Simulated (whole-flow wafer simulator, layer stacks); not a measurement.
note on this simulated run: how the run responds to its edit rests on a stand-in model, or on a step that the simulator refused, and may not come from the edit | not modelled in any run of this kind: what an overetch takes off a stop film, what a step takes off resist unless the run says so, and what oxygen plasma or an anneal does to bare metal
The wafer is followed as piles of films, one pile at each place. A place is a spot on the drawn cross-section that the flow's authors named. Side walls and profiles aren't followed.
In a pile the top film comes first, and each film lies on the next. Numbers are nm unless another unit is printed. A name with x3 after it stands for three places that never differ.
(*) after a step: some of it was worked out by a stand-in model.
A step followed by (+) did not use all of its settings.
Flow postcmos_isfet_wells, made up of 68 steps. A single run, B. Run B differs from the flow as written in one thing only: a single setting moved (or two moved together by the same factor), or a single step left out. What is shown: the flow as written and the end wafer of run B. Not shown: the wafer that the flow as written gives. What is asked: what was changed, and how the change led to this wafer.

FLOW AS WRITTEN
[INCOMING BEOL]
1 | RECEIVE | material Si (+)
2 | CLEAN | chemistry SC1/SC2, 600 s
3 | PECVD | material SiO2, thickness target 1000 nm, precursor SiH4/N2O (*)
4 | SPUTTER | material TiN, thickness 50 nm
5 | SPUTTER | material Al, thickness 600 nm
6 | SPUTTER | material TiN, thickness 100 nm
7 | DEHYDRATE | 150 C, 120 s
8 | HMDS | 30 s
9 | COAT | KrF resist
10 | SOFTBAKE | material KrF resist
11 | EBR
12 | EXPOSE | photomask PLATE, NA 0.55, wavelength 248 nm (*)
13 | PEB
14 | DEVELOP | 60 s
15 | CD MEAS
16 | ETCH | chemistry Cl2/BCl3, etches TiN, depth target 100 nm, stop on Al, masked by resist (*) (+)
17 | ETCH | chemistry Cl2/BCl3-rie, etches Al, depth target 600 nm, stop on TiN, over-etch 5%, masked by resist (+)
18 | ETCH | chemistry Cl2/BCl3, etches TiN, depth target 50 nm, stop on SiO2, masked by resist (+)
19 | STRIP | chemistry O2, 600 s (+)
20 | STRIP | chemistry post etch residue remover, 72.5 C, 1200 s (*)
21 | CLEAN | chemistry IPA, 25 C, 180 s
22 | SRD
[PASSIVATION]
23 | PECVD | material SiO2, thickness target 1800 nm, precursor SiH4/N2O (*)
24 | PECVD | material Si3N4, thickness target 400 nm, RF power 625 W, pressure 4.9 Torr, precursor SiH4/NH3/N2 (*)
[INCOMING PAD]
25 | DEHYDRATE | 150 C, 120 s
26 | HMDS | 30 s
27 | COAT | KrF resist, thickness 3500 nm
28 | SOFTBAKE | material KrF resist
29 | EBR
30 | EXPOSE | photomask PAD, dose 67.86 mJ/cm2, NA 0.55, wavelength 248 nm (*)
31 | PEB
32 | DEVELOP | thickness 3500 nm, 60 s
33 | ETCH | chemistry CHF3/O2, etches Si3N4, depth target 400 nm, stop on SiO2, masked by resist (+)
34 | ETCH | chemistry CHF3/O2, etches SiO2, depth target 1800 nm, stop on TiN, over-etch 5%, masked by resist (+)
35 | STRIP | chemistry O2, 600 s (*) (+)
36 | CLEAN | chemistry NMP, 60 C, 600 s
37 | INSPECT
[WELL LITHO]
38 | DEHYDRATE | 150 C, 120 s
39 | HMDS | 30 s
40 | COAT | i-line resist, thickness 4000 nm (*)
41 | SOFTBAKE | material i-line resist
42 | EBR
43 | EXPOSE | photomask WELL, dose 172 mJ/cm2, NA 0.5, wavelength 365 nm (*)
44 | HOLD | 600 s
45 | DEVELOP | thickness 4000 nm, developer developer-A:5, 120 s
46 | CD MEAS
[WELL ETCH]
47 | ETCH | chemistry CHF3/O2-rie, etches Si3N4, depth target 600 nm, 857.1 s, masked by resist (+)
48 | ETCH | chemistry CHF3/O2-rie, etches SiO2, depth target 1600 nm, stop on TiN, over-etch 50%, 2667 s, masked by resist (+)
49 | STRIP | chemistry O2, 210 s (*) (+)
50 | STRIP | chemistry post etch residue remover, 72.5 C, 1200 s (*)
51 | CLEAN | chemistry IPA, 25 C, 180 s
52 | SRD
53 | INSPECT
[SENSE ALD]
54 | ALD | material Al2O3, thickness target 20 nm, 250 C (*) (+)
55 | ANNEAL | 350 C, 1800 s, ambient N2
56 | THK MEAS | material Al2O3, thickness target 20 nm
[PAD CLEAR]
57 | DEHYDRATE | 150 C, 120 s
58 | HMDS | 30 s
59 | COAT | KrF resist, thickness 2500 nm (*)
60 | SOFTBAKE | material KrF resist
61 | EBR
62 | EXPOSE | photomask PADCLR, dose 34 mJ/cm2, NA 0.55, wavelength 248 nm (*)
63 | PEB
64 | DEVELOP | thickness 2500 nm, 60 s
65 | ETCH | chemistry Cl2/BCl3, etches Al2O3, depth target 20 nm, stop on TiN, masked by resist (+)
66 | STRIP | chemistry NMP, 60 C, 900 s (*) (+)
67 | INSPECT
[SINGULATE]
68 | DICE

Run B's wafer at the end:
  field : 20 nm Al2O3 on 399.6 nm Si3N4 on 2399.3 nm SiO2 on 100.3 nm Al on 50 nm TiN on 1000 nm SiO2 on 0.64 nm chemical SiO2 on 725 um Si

What caused this: step 17, ETCH: depth target 444 nm was run, while the flow as written has depth target 600 nm.

The path from the change to this, step by step:
  17 | ETCH | chemistry Cl2/BCl3-rie, etches Al, depth target 600 nm, stop on TiN, over-etch 5%, masked by resist (+)
      field: Al loses 444 (as written it would have been: Al loses 600 (all of it))
      margin, well900, well1300 x3, pad_rim, pad_clr, pad_open: KrF resist loses 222 (as written it would have been: KrF resist loses 300)
  18 | ETCH | chemistry Cl2/BCl3, etches TiN, depth target 50 nm, stop on SiO2, masked by resist (+)
      field: Al loses 50 (as written it would have been: TiN loses 50 (all of it))
  19 | STRIP | chemistry O2, 600 s (+)
      margin, well900, well1300 x3, pad_rim, pad_clr, pad_open: KrF resist loses 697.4 (all of it) (as written it would have been: KrF resist loses 619.4 (all of it))
  20 | STRIP | chemistry post etch residue remover, 72.5 C, 1200 s (*)
      field: Al loses 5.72 (as written it would have been: nothing)
  23 | PECVD | material SiO2, thickness target 1800 nm, precursor SiH4/N2O (*)
      field: SiO2 gains 2399.3 (new film) (as written it would have been: SiO2 gains 1800 (new film), void gains 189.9 (new film), SiO2 gains 559.7)
With metal films that touch counted as one body, field has 1 body; the flow as written gives 0 bodies.
